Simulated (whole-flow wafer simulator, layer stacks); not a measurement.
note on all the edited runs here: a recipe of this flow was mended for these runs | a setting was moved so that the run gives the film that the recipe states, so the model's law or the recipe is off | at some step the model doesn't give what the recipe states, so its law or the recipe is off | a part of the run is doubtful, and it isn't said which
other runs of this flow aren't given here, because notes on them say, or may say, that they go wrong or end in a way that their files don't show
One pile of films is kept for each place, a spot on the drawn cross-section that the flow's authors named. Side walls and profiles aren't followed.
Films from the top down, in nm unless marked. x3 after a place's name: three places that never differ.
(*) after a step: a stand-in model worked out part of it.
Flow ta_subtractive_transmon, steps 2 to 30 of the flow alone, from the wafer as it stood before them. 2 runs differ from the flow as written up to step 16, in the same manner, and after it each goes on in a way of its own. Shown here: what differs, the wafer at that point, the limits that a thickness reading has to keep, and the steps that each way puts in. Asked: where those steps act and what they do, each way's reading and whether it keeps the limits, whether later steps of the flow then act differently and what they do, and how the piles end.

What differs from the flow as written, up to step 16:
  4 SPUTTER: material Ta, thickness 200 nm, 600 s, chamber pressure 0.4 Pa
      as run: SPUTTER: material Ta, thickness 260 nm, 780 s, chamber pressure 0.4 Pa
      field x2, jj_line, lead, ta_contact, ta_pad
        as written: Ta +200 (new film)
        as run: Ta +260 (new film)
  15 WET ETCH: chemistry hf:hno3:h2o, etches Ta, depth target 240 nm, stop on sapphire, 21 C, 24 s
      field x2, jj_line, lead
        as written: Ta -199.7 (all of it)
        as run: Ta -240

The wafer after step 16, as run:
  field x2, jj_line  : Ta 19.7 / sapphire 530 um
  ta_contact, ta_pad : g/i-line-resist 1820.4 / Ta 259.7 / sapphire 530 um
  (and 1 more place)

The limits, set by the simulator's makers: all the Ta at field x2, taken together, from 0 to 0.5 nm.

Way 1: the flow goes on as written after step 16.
  The reading after step 16: 19.7 nm, outside the limits.
  Later steps of the flow that act differently than as written (3 more steps differ only slightly, by at most 2% or 0.5 nm, whichever is larger, and aren't shown):
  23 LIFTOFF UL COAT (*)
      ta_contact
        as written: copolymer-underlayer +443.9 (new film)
        this way: copolymer-underlayer +433.7 (new film)
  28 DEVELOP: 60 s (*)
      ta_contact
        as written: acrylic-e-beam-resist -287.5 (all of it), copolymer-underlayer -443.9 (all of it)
        this way: acrylic-e-beam-resist -284.7 (all of it), copolymer-underlayer -433.7 (all of it)
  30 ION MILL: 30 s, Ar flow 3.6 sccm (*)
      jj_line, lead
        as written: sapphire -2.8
        this way: Ta -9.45
  At the end the piles differ from the flow's by more than 2% or 0.5 nm, whichever is larger, at field x2, jj_line, lead, ta_contact, ta_pad.
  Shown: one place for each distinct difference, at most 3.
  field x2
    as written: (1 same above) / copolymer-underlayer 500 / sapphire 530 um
    this way: (1 same above) / copolymer-underlayer 500 / Ta 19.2 / sapphire 530 um
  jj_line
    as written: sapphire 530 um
    this way: Ta 9.74 / sapphire 530 um
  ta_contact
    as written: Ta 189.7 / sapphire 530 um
    this way: Ta 249.7 / sapphire 530 um

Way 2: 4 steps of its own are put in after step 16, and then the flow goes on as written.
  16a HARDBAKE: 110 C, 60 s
      ta_contact, ta_pad
        g/i-line-resist -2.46
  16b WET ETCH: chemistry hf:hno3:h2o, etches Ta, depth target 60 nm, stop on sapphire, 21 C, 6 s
      field x2, jj_line, lead
        Ta -19.7 (all of it)
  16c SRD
      changes no film at any place that is followed
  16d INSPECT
      changes no film at any place that is followed
  The reading after step 16d: 0 nm, within the limits.
  Later steps of the flow that act differently than as written (2 more steps differ only slightly, by at most 2% or 0.5 nm, whichever is larger, and aren't shown):
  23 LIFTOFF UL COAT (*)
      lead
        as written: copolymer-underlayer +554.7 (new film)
        this way: copolymer-underlayer +569.6 (new film)
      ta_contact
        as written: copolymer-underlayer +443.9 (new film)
        this way: copolymer-underlayer +429.1 (new film)
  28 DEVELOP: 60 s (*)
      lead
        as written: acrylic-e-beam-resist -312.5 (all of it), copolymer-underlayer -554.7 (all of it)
        this way: acrylic-e-beam-resist -316.3 (all of it), copolymer-underlayer -569.6 (all of it)
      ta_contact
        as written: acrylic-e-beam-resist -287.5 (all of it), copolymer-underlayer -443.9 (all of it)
        this way: acrylic-e-beam-resist -283.4 (all of it), copolymer-underlayer -429.1 (all of it)
  At the end the piles differ from the flow's by more than 2% or 0.5 nm, whichever is larger, at ta_contact, ta_pad.
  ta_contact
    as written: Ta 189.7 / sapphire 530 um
    this way: Ta 249.7 / sapphire 530 um
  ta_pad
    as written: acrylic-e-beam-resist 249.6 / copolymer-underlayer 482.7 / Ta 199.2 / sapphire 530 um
    this way: acrylic-e-beam-resist 244.5 / copolymer-underlayer 479.7 / Ta 259.2 / sapphire 530 um

Within the limits: way 2. Outside them: way 1.
